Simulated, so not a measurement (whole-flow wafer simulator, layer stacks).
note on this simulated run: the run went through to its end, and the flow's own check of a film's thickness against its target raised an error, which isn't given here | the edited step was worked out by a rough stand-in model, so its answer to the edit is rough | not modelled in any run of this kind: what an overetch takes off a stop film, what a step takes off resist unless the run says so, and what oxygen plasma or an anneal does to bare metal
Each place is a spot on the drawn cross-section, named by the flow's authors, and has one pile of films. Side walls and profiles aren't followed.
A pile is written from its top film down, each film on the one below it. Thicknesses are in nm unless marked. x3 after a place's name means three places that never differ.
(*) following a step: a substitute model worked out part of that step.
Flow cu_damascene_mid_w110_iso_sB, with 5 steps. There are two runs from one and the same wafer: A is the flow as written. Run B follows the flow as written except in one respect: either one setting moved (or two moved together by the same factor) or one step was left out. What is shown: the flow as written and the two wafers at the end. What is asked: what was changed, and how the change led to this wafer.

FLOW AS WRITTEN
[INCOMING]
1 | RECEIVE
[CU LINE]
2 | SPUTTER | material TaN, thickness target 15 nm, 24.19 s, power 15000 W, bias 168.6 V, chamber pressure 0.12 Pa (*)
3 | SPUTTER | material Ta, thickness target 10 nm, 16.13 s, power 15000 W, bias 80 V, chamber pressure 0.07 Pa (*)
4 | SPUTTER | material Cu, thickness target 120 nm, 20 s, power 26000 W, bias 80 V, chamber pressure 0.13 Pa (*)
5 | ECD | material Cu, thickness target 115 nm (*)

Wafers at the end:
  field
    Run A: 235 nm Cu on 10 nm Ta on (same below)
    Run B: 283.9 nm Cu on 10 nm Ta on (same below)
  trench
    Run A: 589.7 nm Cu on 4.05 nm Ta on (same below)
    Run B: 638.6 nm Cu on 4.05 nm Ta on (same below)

The reason: step 5, ECD: thickness target 163.9 nm was run, while the flow as written has thickness target 115 nm.

The path from the change to this, step by step:
  5 | ECD | material Cu, thickness target 115 nm (*)
      field: A +115 Cu | B +163.9 Cu
      trench: A +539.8 Cu | B +588.7 Cu
